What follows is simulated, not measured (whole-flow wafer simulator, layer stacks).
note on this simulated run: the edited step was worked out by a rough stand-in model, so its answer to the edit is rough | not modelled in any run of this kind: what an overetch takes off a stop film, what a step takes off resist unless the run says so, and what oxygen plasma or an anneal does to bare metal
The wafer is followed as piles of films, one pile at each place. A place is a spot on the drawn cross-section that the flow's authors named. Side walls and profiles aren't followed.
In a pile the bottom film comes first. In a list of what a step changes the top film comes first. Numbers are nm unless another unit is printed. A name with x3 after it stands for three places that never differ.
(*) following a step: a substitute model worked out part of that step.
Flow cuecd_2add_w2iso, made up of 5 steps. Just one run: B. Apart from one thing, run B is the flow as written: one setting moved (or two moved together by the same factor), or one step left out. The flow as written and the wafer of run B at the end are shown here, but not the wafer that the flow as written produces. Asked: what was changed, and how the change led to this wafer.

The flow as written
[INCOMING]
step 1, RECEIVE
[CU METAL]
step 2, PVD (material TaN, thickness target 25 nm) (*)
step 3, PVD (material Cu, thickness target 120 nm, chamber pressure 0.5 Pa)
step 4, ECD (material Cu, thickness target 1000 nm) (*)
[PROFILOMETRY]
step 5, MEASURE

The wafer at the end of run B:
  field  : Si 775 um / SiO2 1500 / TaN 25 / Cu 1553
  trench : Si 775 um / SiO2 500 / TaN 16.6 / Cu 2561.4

The reason: step 4, ECD: thickness target 1433 nm was run, whereas the flow has thickness target 1000 nm.

Step by step, how the change led to this:
  step 4, ECD (material Cu, thickness target 1000 nm) (*)
      field: +1433 Cu (in the flow as written it would be: +1000 Cu)
      trench: +2480.6 Cu (in the flow as written it would be: +2047.6 Cu)
